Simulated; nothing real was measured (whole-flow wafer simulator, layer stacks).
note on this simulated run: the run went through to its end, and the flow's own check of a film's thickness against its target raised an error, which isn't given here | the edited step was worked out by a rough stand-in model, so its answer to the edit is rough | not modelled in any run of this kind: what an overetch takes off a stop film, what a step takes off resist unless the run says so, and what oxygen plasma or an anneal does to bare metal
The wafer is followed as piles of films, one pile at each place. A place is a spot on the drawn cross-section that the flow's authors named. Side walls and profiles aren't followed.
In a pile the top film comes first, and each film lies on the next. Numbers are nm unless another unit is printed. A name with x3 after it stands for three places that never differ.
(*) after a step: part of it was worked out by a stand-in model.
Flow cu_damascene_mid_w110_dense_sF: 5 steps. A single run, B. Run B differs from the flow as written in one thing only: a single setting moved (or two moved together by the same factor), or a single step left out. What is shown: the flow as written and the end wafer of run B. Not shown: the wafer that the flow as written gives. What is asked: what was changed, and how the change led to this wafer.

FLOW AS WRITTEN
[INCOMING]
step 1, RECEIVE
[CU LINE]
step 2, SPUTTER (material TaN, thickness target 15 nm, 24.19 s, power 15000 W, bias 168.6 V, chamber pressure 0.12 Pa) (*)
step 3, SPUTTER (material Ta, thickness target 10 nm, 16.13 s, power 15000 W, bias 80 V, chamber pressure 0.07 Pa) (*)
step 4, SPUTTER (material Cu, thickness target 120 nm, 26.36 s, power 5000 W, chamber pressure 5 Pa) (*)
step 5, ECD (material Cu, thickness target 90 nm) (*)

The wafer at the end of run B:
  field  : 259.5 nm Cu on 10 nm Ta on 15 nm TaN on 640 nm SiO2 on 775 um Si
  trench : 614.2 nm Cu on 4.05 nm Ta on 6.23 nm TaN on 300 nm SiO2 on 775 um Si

The reason: step 5, ECD: thickness target 139.5 nm was run, whereas the flow has thickness target 90 nm.

The path from the change to this, step by step:
  step 5, ECD (material Cu, thickness target 90 nm) (*)
      field: Cu gains 139.5 (it would be, as written: Cu gains 90)
      trench: Cu gains 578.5 (it would be, as written: Cu gains 529)
